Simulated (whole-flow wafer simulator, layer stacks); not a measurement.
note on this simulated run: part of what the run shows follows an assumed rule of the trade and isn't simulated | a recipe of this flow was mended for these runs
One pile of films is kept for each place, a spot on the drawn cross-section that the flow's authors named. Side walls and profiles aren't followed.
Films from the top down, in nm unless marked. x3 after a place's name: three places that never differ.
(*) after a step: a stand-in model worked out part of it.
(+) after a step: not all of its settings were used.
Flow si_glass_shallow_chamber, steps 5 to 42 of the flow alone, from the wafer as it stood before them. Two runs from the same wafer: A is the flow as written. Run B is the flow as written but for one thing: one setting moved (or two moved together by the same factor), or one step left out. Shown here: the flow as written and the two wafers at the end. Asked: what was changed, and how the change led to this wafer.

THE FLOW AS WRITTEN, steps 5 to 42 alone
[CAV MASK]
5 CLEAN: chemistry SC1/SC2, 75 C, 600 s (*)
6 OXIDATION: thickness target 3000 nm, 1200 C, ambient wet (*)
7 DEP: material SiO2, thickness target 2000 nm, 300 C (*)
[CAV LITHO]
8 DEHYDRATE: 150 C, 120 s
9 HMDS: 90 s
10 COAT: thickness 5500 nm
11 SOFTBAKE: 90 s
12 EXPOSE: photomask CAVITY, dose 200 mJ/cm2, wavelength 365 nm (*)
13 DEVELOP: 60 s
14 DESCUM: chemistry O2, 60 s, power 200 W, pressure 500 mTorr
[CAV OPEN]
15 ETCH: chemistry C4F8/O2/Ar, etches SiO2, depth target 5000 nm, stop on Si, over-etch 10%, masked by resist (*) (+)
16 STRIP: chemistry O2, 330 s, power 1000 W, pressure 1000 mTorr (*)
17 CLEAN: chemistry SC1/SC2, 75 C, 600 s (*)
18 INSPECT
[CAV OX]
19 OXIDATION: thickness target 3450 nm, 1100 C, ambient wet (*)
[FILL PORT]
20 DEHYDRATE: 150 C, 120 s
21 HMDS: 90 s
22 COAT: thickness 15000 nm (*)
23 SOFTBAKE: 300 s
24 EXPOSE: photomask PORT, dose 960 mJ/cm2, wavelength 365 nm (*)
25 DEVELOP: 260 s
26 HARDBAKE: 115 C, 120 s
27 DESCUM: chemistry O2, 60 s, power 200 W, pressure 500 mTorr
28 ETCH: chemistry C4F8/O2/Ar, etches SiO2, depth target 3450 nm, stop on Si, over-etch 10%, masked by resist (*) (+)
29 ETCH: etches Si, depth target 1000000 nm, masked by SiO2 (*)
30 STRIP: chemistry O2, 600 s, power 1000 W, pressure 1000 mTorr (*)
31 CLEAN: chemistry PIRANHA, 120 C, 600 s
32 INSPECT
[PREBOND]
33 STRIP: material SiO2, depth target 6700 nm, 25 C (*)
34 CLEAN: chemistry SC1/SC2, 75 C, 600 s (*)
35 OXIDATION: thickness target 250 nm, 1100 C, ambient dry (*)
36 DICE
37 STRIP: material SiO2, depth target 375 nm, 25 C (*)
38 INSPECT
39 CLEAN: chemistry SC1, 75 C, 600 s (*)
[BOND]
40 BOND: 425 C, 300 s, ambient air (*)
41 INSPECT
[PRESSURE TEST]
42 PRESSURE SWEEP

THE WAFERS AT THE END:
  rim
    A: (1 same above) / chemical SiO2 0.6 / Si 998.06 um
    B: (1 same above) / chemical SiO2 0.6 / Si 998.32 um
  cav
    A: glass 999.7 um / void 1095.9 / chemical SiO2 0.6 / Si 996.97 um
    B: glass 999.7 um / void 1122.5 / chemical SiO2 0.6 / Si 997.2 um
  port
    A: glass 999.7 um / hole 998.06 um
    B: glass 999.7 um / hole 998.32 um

The cause: step 6, OXIDATION: thickness target 2280 nm was run, where the flow has thickness target 3000 nm.

How the change led to this, step by step:
  6 OXIDATION: thickness target 3000 nm, 1200 C, ambient wet (*)
      rim, ramp, cav, port, septum, ring: A SiO2 +3000 (new film), chemical SiO2 -0.6 (all of it), Si -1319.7 | B SiO2 +2280 (new film), chemical SiO2 -0.6 (all of it), Si -1002.9
  15 ETCH: chemistry C4F8/O2/Ar, etches SiO2, depth target 5000 nm, stop on Si, over-etch 10%, masked by resist (*) (+)
      rim, ramp, septum, ring: A thick-i-line-resist -1100 | B thick-i-line-resist -941.6
      cav, port: A SiO2 -5000 (all of it), Si -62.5 | B SiO2 -4280 (all of it), Si -152.5
  16 STRIP: chemistry O2, 330 s, power 1000 W, pressure 1000 mTorr (*)
      rim, ramp, septum, ring: A thick-i-line-resist -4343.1 (all of it) | B thick-i-line-resist -4501.5 (all of it)
  19 OXIDATION: thickness target 3450 nm, 1100 C, ambient wet (*)
      rim, ramp, septum, ring: A SiO2 +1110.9, Si -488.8 | B SiO2 +1255, Si -552.2
  22 COAT: thickness 15000 nm (*)
      rim: A thick-i-line-resist +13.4 um (new film) | B thick-i-line-resist +13.63 um (new film)
      ramp: A thick-i-line-resist +12.89 um (new film) | B thick-i-line-resist +13.19 um (new film)
      (and at 4 more places)
  23 SOFTBAKE: 300 s
      rim: A thick-i-line-resist -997 | B thick-i-line-resist -843.2
      ramp: A thick-i-line-resist -487.1 | B thick-i-line-resist -406.8
      (and at 4 more places)
  25 DEVELOP: 260 s
      port: A thick-i-line-resist -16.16 um (all of it) | B thick-i-line-resist -15.99 um (all of it)
  26 HARDBAKE: 115 C, 120 s
      rim, ramp: A thick-i-line-resist -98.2 | B thick-i-line-resist -102.8
  29 ETCH: etches Si, depth target 1000000 nm, masked by SiO2 (*)
      rim, ramp: A thick-i-line-resist -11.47 um (all of it), SiO2 -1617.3 | B thick-i-line-resist -11.85 um (all of it), SiO2 -1417
      port: A hole +997.05 um (new film), Si -997.05 um (all of it) | B hole +997.27 um (new film), Si -997.27 um (all of it)
      (and at 2 more places)
  30 STRIP: chemistry O2, 600 s, power 1000 W, pressure 1000 mTorr (*)
      cav: A thick-i-line-resist -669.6 (all of it) | B thick-i-line-resist -502.7 (all of it)
  33 STRIP: material SiO2, depth target 6700 nm, 25 C (*)
      rim, ramp: A SiO2 -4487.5 (all of it) | B SiO2 -4112 (all of it)
      septum: A SiO2 -5732.1 (all of it) | B SiO2 -5173.7 (all of it)
      (and at 1 more place)
  40 BOND: 425 C, 300 s, ambient air (*)
      cav: A glass +999.7 um (new film), void +1095.9 (new film) | B glass +999.7 um (new film), void +1122.5 (new film)
      port: A glass +999.7 um (new film), hole +1017.3 | B glass +999.7 um (new film), hole +1043.8
